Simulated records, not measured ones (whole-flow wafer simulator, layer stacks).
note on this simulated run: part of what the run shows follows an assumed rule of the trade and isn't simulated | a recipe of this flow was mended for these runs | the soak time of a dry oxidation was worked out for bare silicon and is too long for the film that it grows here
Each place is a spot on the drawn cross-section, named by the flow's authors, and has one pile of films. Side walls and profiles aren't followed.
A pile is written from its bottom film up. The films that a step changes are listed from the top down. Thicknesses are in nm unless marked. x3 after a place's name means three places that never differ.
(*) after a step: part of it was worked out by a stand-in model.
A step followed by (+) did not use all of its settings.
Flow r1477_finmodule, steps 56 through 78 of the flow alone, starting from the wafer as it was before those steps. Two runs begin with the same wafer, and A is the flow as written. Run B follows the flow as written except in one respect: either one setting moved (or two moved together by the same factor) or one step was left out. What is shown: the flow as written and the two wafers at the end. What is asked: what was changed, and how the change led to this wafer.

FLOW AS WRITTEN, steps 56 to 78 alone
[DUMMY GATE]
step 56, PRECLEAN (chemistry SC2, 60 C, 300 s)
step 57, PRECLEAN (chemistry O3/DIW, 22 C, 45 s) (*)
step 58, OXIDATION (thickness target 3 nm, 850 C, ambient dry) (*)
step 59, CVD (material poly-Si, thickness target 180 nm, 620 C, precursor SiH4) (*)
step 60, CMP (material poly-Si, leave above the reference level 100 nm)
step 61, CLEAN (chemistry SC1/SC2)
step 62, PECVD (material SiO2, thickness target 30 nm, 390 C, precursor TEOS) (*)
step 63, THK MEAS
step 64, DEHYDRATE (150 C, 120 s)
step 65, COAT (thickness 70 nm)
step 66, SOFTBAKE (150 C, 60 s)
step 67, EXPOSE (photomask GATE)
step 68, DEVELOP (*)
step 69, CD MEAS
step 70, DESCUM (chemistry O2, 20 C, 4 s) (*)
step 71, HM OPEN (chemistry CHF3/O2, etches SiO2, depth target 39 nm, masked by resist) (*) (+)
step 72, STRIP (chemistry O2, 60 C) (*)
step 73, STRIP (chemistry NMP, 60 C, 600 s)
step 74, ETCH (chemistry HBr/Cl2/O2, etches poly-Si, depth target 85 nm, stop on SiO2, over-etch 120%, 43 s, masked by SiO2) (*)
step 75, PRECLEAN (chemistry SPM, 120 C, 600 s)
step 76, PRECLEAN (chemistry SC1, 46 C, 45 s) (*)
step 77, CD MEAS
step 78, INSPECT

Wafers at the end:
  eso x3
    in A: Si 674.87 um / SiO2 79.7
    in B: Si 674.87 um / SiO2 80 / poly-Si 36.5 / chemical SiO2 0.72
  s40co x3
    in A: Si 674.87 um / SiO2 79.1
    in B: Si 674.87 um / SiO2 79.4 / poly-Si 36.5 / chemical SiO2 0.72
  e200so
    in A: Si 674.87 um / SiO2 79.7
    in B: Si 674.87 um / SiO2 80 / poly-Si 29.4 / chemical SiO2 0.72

Cause: step 60, CMP: material poly-Si, leave above the reference level 100 nm, was omitted.

Step by step, how the change led to this:
  step 65, COAT (thickness 70 nm)
      e200lg, e200lo: A +70 e-beam-resist (new film) | B +67.9 e-beam-resist (new film)
      e200sg, e200so: A +70 e-beam-resist (new film) | B +74.7 e-beam-resist (new film)
  step 68, DEVELOP (*)
      e200lo: A -70 e-beam-resist (all of it) | B -67.9 e-beam-resist (all of it)
      e200so: A -70 e-beam-resist (all of it) | B -74.7 e-beam-resist (all of it)
  step 72, STRIP (chemistry O2, 60 C) (*)
      e200lg: A -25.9 e-beam-resist (all of it) | B -23.8 e-beam-resist (all of it)
      e200sg: A -25.9 e-beam-resist (all of it) | B -30.6 e-beam-resist (all of it)
  step 74, ETCH (chemistry HBr/Cl2/O2, etches poly-Si, depth target 85 nm, stop on SiO2, over-etch 120%, 43 s, masked by SiO2) (*)
      eso x3, e200so, s40co x3, s40so x3: A -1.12 chemical SiO2 (all of it), -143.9 poly-Si (all of it), -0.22 SiO2 | B -1.17 chemical SiO2 (all of it), -187 poly-Si
      elo x6, e200lo: A -1.12 chemical SiO2 (all of it), -97.6 poly-Si (all of it), -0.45 SiO2 | B -1.17 chemical SiO2 (all of it), -177.5 poly-Si (all of it), -0.05 SiO2
      (also at 1 further place)
  step 75, PRECLEAN (chemistry SPM, 120 C, 600 s)
      eso x3, e200so, s40co x3, s40so x3: A nothing | B +0.8 chemical SiO2 (new film), -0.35 poly-Si
